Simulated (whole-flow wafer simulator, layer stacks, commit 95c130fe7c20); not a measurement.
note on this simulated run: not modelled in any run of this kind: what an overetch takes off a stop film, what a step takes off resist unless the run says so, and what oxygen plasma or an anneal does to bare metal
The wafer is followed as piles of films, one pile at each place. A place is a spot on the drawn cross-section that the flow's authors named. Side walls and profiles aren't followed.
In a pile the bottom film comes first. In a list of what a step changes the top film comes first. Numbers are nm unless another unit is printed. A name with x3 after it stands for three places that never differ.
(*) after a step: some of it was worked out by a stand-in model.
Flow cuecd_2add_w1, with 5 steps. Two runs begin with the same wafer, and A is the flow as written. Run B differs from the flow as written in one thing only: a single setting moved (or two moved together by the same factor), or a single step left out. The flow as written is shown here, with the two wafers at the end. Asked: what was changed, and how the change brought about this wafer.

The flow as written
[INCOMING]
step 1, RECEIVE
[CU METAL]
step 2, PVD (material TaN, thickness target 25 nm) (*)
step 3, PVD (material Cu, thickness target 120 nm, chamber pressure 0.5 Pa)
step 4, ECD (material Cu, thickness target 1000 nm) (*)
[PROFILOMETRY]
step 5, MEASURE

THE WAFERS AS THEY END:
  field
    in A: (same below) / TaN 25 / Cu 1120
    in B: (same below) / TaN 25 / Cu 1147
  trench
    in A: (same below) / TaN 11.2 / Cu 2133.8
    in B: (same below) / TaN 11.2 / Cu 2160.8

Cause: step 3, PVD: thickness target 147 nm was run, whereas the flow has thickness target 120 nm.

The path from the change to this, step by step:
  step 3, PVD (material Cu, thickness target 120 nm, chamber pressure 0.5 Pa)
      field: A +120 Cu (new film) | B +147 Cu (new film)
      trench: A +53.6 Cu (new film) | B +65.1 Cu (new film)
